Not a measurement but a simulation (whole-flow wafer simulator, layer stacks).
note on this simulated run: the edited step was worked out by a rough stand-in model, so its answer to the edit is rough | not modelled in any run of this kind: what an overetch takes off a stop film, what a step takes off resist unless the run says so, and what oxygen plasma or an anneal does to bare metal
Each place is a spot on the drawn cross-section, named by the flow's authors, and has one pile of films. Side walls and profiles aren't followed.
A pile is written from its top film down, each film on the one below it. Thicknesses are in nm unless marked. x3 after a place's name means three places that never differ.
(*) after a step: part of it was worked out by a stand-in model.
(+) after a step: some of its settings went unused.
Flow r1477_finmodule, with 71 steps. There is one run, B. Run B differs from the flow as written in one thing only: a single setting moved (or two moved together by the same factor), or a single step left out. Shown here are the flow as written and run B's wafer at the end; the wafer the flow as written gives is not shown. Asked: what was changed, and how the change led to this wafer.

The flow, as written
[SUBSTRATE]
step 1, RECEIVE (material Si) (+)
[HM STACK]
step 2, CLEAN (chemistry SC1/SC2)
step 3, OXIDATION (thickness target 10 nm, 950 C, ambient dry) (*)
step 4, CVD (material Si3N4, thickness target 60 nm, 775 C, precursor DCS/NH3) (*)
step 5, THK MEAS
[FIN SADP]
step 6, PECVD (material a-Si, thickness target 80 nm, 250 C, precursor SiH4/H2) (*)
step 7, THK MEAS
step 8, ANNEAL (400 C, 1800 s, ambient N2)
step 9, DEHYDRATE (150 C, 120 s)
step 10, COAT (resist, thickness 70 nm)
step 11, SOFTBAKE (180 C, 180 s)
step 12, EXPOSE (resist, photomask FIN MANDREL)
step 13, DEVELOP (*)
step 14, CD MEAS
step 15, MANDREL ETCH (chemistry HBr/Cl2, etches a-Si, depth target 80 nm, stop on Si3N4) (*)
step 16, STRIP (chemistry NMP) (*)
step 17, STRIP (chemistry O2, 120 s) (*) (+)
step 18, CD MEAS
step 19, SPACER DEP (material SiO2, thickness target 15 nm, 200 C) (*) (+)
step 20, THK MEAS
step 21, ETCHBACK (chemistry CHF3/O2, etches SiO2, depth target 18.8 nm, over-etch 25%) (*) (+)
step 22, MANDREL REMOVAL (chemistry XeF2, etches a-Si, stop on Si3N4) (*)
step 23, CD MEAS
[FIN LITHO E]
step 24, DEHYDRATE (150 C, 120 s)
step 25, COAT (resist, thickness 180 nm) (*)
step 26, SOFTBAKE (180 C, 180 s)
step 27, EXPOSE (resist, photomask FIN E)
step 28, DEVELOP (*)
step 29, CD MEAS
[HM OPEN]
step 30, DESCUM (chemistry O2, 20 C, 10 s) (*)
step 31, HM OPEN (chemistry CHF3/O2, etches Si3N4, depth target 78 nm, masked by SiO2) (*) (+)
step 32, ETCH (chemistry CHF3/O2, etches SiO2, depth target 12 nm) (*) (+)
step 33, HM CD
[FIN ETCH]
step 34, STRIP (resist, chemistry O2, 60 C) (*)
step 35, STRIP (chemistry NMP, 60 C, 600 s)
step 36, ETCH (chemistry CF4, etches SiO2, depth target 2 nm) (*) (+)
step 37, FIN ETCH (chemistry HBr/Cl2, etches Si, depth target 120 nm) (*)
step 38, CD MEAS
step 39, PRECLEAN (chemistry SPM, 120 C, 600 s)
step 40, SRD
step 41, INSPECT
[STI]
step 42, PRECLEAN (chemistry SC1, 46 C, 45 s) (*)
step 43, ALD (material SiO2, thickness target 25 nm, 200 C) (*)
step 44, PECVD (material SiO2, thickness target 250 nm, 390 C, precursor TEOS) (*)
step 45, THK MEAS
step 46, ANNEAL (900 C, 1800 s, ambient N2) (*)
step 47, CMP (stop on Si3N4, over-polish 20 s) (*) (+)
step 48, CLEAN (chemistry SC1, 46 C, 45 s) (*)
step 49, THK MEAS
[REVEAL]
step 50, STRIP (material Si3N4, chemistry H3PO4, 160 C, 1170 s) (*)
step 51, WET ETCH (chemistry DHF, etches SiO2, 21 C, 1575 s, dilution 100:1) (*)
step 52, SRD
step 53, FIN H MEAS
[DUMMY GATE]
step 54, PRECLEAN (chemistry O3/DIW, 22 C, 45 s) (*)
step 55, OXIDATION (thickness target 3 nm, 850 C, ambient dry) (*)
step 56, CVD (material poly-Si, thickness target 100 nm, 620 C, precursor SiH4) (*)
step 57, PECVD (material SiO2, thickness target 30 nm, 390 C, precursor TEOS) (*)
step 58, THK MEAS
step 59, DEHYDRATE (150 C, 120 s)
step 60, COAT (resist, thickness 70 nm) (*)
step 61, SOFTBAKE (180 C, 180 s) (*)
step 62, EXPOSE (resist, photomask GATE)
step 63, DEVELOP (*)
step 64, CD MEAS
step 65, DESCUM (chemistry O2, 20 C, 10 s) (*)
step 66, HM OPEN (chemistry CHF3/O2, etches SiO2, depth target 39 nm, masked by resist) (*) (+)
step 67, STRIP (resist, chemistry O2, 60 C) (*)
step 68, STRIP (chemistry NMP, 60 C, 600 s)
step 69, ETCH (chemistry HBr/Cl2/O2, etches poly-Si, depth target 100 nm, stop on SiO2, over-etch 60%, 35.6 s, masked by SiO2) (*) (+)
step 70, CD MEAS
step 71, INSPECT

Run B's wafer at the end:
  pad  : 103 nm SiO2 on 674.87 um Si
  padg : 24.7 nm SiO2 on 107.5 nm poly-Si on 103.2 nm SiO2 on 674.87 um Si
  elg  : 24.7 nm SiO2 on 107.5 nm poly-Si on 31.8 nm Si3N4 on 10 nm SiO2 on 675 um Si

The reason: step 56, CVD: thickness target 107.5 nm was run, whereas the flow has thickness target 100 nm.
The wafer lets one read it off: padg has poly-Si 107.5, and step 56 as written asks for 100 nm.

The path from the change to this, step by step:
  step 56, CVD (material poly-Si, thickness target 100 nm, 620 C, precursor SiH4) (*)
      pad, padg, elg and 26 more: +107.5 poly-Si (new film) (as written it would have been: +100 poly-Si (new film))
      s40cg, s40co: +121.6 poly-Si (new film) (as written it would have been: +113.9 poly-Si (new film))
      (also at 5 further places)
  step 69, ETCH (chemistry HBr/Cl2/O2, etches poly-Si, depth target 100 nm, stop on SiO2, over-etch 60%, 35.6 s, masked by SiO2) (*) (+)
      elo, e40lo, e100lo, e200lo: -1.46 chemical SiO2 (all of it), -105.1 poly-Si (all of it) (as written it would have been: -1.46 chemical SiO2 (all of it), -97.6 poly-Si (all of it), -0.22 Si3N4)
      pad, eso, e40so and 8 more: -1.46 chemical SiO2 (all of it), -105.1 poly-Si (all of it), -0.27 SiO2 (as written it would have been: -1.46 chemical SiO2 (all of it), -97.6 poly-Si (all of it), -0.42 SiO2)
      (also at 3 further places)
